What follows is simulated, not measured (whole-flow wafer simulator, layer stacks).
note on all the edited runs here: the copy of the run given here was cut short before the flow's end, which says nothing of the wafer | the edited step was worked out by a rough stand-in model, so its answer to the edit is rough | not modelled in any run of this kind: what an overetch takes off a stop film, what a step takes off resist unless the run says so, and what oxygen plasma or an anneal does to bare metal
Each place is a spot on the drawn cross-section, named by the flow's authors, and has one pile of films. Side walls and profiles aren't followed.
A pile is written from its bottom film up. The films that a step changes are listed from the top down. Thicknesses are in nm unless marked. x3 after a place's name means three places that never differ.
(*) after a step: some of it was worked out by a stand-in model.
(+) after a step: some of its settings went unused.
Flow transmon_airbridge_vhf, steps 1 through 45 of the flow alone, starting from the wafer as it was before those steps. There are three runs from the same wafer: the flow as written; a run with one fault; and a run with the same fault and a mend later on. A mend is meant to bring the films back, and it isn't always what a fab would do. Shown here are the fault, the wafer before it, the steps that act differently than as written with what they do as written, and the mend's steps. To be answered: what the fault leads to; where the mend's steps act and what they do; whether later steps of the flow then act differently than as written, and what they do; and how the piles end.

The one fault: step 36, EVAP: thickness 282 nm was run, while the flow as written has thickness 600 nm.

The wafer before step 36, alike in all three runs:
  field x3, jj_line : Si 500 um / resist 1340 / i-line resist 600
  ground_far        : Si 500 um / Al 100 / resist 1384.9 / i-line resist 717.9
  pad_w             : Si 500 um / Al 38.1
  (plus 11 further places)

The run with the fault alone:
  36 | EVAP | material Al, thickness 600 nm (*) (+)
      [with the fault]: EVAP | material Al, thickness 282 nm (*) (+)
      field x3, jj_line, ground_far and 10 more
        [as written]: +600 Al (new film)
        [with the fault]: +282 Al (new film)
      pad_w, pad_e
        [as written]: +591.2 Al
        [with the fault]: +277.9 Al
  Steps later in the flow that act otherwise than as written:
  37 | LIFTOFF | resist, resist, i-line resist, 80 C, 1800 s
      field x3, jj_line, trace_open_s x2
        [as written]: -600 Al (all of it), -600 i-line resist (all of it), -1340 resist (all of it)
        [with the fault]: -282 Al (all of it), -600 i-line resist (all of it), -1340 resist (all of it)
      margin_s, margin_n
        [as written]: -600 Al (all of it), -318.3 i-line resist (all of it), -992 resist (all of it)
        [with the fault]: -282 Al (all of it), -318.3 i-line resist (all of it), -992 resist (all of it)
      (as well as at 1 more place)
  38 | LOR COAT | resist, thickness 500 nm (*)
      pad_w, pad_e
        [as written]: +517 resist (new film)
        [with the fault]: +548.1 resist (new film)
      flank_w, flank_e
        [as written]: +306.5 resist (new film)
        [with the fault]: +314 resist (new film)
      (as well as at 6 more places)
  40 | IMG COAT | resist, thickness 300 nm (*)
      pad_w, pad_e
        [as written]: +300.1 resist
        [with the fault]: +315.3 resist
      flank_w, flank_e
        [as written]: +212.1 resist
        [with the fault]: +222.9 resist
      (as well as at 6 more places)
  At pad_w, flank_w, gap_w and 7 more, the piles at the end differ from the flow's by more than 2% or 0.5 nm, whichever is larger.
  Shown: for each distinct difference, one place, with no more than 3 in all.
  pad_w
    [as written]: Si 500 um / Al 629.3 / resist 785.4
    [with the fault]: Si 500 um / Al 316 / resist 831.7
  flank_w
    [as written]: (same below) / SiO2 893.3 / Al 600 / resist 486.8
    [with the fault]: (same below) / SiO2 893.3 / Al 282 / resist 505.1
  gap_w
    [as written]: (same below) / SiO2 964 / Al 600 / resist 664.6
    [with the fault]: (same below) / SiO2 964 / Al 282 / resist 688.2

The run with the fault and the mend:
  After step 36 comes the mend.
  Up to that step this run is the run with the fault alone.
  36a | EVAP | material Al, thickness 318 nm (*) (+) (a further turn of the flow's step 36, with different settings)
      field x3, jj_line, ground_far and 10 more
        +318 Al
      pad_w, pad_e
        +313.3 Al
  Every later step of the flow that is run acts as written, at every place that is followed, to within 2% or 0.5 nm, whichever is larger.
  At the end the piles are close to the flow's at the places that both follow, differing by at most 2% or 0.5 nm, whichever is larger.
